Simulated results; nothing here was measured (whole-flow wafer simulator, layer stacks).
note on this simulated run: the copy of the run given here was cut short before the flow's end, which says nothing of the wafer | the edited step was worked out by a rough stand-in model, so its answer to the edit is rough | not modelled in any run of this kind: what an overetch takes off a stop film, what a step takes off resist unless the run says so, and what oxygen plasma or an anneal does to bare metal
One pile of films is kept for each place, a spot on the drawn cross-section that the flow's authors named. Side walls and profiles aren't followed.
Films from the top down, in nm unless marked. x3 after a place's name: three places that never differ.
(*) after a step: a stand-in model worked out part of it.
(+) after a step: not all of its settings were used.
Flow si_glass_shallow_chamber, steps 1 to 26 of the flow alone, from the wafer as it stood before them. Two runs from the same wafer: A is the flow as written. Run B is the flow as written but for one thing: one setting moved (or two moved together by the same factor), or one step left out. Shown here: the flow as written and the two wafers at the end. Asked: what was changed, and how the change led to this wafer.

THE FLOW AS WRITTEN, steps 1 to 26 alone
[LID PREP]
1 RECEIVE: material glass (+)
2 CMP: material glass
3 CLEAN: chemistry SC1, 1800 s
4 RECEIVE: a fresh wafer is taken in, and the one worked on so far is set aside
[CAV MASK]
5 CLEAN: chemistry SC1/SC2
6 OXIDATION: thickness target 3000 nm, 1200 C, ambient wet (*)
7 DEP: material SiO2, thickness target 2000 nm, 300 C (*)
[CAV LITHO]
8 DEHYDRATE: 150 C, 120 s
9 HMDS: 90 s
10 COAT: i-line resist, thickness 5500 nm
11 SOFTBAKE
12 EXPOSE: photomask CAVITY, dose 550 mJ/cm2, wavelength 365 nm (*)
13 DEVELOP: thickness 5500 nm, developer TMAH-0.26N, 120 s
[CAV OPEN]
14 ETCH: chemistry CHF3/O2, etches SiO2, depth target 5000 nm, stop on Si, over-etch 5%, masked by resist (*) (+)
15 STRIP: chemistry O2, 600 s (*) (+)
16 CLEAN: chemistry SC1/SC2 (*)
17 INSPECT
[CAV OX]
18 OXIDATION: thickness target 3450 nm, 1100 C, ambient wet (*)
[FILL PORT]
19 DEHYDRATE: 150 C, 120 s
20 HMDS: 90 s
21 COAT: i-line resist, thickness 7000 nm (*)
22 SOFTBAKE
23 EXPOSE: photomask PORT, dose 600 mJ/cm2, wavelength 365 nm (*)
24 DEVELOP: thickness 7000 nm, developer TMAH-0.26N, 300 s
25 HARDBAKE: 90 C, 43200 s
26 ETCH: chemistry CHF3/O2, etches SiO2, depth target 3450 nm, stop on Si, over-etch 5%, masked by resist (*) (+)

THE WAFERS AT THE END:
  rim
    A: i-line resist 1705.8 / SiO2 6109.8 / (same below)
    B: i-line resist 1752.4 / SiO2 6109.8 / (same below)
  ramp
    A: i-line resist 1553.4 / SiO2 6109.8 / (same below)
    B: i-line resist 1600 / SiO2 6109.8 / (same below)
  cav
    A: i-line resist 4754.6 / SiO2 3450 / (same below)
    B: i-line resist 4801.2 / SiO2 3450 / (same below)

The cause: step 26, ETCH: over-etch 3.38% was run, where the flow has over-etch 5%.

How the change led to this, step by step:
  26 ETCH: chemistry CHF3/O2, etches SiO2, depth target 3450 nm, stop on Si, over-etch 5%, masked by resist (*) (+)
      port: A SiO2 -3450 (all of it), Si -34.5 | B SiO2 -3450 (all of it), Si -23.3
